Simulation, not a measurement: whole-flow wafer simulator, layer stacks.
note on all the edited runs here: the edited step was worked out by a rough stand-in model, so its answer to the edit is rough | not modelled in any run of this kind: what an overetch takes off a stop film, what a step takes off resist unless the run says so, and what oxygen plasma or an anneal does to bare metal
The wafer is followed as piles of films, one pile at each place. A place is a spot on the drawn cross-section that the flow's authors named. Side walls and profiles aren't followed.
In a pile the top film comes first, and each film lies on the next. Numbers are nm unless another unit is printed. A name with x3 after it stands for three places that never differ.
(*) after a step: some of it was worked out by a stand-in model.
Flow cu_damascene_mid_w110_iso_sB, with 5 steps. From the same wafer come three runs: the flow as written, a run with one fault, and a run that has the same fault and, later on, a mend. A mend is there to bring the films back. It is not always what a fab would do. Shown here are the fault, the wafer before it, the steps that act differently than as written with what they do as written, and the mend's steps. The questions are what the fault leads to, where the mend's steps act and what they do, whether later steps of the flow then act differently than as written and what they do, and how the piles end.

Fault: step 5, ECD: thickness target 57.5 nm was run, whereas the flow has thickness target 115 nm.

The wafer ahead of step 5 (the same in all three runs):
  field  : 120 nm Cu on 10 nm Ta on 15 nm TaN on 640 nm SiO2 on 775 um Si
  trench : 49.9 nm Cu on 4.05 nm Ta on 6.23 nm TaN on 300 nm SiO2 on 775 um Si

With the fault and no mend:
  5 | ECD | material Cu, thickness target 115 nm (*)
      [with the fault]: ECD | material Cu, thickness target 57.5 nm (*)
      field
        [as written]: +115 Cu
        [with the fault]: +57.5 Cu
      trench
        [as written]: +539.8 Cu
        [with the fault]: +482.3 Cu
  None of the later steps of the flow acts differently than as written at any place that is followed.
  At field, trench, the piles at the end differ from the flow's by more than 2% or 0.5 nm, whichever is larger.
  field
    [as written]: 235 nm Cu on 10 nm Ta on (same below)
    [with the fault]: 177.5 nm Cu on 10 nm Ta on (same below)
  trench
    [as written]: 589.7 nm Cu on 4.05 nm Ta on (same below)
    [with the fault]: 532.2 nm Cu on 4.05 nm Ta on (same below)

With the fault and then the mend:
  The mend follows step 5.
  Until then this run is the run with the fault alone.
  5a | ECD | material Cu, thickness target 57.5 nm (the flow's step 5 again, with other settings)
      field, trench
        +57.5 Cu
  None of the later steps of the flow acts differently than as written at any place that is followed.
  At every place that both follow, the piles at the end match the flow's.
